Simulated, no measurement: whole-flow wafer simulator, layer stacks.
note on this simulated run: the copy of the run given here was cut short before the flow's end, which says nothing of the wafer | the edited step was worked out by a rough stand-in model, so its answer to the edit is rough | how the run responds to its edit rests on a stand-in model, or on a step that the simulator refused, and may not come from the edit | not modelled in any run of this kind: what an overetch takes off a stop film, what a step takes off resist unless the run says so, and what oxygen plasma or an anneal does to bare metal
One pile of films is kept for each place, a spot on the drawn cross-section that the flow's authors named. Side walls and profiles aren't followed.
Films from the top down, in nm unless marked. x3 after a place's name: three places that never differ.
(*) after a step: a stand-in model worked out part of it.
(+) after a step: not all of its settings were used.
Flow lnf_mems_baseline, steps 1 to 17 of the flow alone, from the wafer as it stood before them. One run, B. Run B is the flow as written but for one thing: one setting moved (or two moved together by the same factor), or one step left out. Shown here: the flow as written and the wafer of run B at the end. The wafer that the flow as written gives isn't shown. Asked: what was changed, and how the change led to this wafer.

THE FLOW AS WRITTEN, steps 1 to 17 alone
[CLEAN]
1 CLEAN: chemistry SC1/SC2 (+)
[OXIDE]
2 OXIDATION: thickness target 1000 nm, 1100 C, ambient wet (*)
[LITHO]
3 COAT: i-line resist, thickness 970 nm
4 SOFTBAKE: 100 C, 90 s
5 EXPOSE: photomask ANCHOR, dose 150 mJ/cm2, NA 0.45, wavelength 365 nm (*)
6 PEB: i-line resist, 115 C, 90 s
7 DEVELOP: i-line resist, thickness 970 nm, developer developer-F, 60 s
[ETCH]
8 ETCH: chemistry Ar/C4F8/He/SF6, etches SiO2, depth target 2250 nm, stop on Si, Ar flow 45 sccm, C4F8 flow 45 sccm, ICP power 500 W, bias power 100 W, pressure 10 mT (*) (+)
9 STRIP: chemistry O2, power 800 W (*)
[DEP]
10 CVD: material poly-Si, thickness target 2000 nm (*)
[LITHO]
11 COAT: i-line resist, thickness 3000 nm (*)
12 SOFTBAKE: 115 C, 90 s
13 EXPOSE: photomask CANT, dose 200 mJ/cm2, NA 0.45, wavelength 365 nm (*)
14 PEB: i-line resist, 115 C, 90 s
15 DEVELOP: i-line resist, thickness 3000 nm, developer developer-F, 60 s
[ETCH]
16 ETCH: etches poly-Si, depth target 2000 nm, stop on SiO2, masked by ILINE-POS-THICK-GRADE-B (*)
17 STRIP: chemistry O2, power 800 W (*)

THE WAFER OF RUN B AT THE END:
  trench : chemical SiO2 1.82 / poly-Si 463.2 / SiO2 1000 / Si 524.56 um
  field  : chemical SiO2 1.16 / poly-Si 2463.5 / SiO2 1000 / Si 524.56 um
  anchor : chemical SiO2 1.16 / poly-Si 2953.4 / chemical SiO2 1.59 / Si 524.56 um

The cause: step 10, CVD: thickness target 2464 nm was run, where the flow has thickness target 2000 nm.

How the change led to this, step by step:
  10 CVD: material poly-Si, thickness target 2000 nm (*)
      field, beam, trench, char_slit: poly-Si +2464 (new film) (as written it would be: poly-Si +2000 (new film))
      anchor: poly-Si +2953.9 (new film) (as written it would be: poly-Si +2322 (new film))
  11 COAT: i-line resist, thickness 3000 nm (*)
      anchor: i-line resist +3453 (new film) (as written it would be: i-line resist +3611.6 (new film))
  12 SOFTBAKE: 115 C, 90 s
      field: i-line resist -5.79 (as written it would be: i-line resist -6.66)
      anchor: i-line resist +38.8 (as written it would be: i-line resist +45.4)
      (and at 2 more places)
  14 PEB: i-line resist, 115 C, 90 s
      anchor: i-line resist -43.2 (as written it would be: i-line resist -46.1)
  16 ETCH: etches poly-Si, depth target 2000 nm, stop on SiO2, masked by ILINE-POS-THICK-GRADE-B (*)
      trench, char_slit: poly-Si -2000 (as written it would be: poly-Si -2000 (all of it))
  17 STRIP: chemistry O2, power 800 W (*)
      trench, char_slit: chemical SiO2 +1.82 (new film), poly-Si -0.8 (as written it would be: nothing)
      anchor: chemical SiO2 +1.16 (new film), i-line resist -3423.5 (all of it), poly-Si -0.51 (as written it would be: chemical SiO2 +1.17 (new film), i-line resist -3585.8 (all of it), poly-Si -0.52)
